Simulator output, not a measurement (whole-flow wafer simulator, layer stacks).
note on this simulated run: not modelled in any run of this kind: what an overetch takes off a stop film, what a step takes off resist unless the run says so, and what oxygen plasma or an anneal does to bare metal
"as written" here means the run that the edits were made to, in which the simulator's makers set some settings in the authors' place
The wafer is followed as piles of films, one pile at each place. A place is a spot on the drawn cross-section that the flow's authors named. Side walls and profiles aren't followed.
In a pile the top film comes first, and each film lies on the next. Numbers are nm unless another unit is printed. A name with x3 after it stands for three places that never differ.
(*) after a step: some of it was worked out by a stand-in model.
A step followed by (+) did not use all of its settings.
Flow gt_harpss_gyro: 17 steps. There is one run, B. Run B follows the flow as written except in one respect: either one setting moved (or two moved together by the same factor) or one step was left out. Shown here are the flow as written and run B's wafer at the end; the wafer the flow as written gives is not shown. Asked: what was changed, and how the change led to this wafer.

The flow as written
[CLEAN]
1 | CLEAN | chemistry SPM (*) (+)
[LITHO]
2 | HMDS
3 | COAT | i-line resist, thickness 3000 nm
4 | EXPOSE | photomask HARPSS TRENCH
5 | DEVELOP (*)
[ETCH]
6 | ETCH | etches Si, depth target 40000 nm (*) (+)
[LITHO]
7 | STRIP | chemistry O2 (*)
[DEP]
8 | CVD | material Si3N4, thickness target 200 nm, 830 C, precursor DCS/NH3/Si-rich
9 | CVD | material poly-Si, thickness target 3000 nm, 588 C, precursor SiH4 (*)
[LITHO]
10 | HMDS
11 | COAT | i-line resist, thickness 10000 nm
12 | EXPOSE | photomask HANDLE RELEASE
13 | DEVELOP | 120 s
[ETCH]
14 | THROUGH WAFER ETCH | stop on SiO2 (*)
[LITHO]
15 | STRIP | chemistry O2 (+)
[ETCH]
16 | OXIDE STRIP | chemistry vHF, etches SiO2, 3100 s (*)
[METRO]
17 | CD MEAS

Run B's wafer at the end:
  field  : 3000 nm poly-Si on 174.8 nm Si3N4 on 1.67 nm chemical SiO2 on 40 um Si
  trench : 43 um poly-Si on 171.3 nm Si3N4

Cause: step 8, CVD: thickness target 174.8 nm was run, though the flow has thickness target 200 nm.
The wafer itself shows it: field has Si3N4 174.8, and step 8 as written asks for 200 nm.

Step by step, how the change led to this:
  8 | CVD | material Si3N4, thickness target 200 nm, 830 C, precursor DCS/NH3/Si-rich
      field: Si3N4 gains 174.8 (new film) (as written it would have been: Si3N4 gains 200 (new film))
      trench: Si3N4 gains 171.3 (new film) (as written it would have been: Si3N4 gains 195.9 (new film))
  9 | CVD | material poly-Si, thickness target 3000 nm, 588 C, precursor SiH4 (*)
      trench: poly-Si gains 43 um (new film) (as written it would have been: poly-Si gains 43.01 um (new film))
